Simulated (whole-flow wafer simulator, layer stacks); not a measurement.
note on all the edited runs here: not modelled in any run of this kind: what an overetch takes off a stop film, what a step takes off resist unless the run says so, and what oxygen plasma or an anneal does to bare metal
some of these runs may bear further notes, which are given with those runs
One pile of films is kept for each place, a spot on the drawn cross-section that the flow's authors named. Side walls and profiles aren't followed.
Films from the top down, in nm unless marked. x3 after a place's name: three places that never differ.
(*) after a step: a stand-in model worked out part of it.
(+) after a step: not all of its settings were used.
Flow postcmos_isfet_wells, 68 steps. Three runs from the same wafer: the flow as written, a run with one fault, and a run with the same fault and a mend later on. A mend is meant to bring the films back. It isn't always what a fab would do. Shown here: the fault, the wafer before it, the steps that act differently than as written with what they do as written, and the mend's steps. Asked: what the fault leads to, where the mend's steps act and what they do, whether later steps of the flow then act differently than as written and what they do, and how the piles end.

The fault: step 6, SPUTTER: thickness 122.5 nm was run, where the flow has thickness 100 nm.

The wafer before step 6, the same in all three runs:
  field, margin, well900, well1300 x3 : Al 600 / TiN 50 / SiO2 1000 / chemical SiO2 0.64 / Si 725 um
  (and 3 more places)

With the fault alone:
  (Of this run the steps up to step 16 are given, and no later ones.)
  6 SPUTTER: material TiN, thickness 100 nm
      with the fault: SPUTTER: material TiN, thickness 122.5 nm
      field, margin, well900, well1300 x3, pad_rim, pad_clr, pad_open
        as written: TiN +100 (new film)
        with the fault: TiN +122.5 (new film)
  Later steps of the flow that act differently than as written:
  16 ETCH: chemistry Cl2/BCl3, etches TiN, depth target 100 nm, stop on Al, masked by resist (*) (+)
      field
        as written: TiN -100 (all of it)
        with the fault: TiN -100
  After step 16 the piles differ from the flow's by more than 2% or 0.5 nm, whichever is larger, at field, margin, well900, well1300 x3, pad_rim, pad_clr, pad_open.
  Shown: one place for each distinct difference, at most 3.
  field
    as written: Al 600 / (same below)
    with the fault: TiN 22.5 / Al 600 / (same below)
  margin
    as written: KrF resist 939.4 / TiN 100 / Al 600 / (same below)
    with the fault: KrF resist 939.4 / TiN 122.5 / Al 600 / (same below)

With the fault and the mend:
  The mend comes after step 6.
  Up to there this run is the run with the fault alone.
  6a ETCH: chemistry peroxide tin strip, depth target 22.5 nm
      field, margin, well900, well1300 x3, pad_rim, pad_clr, pad_open
        TiN -22.5
  No later step of the flow acts differently than as written at any place that is followed.
  At the end the piles are the same as the flow's at every place that both follow.
